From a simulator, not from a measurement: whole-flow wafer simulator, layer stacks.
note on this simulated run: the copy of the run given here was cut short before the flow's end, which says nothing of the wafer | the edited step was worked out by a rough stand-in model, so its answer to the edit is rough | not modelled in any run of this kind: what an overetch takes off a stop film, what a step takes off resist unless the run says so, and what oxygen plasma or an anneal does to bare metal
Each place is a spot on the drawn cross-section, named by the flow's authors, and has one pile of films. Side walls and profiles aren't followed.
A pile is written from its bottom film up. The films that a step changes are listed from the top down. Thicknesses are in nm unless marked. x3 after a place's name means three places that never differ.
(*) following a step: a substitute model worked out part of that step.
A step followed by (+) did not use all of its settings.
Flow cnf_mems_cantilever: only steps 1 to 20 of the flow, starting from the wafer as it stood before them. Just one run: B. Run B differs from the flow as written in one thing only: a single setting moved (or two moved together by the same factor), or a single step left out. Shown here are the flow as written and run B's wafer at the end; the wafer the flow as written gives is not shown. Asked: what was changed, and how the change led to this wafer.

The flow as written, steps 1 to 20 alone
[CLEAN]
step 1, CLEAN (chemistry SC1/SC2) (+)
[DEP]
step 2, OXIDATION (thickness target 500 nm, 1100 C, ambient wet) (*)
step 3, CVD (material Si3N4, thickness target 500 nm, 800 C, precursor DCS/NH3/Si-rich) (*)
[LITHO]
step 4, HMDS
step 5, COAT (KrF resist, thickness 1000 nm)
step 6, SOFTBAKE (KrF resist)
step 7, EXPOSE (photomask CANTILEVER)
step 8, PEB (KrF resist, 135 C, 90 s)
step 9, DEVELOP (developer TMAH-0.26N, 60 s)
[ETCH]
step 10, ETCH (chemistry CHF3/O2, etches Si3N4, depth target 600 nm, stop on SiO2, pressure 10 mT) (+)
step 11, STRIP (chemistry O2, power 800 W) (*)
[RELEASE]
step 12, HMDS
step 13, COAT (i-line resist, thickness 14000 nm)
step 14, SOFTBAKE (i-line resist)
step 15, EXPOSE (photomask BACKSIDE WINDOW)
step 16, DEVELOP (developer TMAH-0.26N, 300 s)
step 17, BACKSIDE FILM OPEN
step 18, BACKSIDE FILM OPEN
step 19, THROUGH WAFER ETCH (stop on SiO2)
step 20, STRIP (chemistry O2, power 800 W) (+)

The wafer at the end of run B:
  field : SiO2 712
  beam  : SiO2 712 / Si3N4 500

The reason: step 2, OXIDATION: thickness target 712 nm was run, whereas the flow has thickness target 500 nm.
The wafer itself shows it: field has SiO2 712, and step 2 as written asks for 500 nm.

Step by step, how the change led to this:
  step 2, OXIDATION (thickness target 500 nm, 1100 C, ambient wet) (*)
      field, beam: SiO2 gains 712 (new film), chemical SiO2 loses 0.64 (all of it), Si loses 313 (as written it would have been: SiO2 gains 500 (new film), chemical SiO2 loses 0.64 (all of it), Si loses 219.7)
  step 19, THROUGH WAFER ETCH (stop on SiO2)
      field: under 1 film: Si loses 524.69 um (all of it) (as written it would have been: under 1 film: Si loses 524.78 um (all of it))
      beam: under 2 films: Si loses 524.69 um (all of it) (as written it would have been: under 2 films: Si loses 524.78 um (all of it))
